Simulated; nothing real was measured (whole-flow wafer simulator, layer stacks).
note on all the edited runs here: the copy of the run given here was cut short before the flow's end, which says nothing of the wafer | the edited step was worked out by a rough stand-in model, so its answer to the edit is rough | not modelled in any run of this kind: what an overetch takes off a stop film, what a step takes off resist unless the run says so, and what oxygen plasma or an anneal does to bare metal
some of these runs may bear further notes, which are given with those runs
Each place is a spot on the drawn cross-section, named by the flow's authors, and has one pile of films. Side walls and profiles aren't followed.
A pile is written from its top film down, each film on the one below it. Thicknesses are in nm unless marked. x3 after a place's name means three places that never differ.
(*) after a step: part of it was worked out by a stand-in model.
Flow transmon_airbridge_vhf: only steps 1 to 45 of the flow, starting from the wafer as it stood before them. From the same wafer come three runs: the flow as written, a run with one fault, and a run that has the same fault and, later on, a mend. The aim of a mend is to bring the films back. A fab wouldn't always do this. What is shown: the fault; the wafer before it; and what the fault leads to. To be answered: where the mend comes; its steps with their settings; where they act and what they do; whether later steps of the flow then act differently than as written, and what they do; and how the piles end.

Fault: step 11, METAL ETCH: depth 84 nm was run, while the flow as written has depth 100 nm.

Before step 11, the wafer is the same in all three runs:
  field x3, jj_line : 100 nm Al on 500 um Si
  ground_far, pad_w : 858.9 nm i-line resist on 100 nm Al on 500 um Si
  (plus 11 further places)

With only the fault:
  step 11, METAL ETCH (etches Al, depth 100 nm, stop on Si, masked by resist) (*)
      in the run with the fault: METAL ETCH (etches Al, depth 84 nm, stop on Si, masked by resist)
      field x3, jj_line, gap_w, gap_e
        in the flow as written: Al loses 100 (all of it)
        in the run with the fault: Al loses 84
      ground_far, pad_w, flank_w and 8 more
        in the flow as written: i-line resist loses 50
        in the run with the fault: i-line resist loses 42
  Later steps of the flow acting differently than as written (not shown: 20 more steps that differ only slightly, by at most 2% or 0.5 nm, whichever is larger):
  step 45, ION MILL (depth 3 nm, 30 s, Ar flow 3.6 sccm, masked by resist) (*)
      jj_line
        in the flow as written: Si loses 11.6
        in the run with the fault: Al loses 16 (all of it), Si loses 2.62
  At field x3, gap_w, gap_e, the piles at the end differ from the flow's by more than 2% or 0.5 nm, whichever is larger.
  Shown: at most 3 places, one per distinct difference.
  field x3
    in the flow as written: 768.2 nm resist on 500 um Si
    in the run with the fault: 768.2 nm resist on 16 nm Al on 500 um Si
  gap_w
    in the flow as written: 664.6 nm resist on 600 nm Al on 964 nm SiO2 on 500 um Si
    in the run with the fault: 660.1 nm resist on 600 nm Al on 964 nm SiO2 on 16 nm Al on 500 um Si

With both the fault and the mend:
  The mend follows step 11.
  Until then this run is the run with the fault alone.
  step 11a, METAL ETCH (etches Al, depth 16 nm, stop on Si, masked by resist) (*) (the flow's step 11 again, with other settings)
      ground_far, pad_w, flank_w and 8 more
        i-line resist loses 8
      field x3, jj_line, gap_w, gap_e
        Al loses 16 (all of it)
  Later steps of the flow that are run all act as written at every place that is followed.
  The piles end the same as the flow's at every place that both follow.
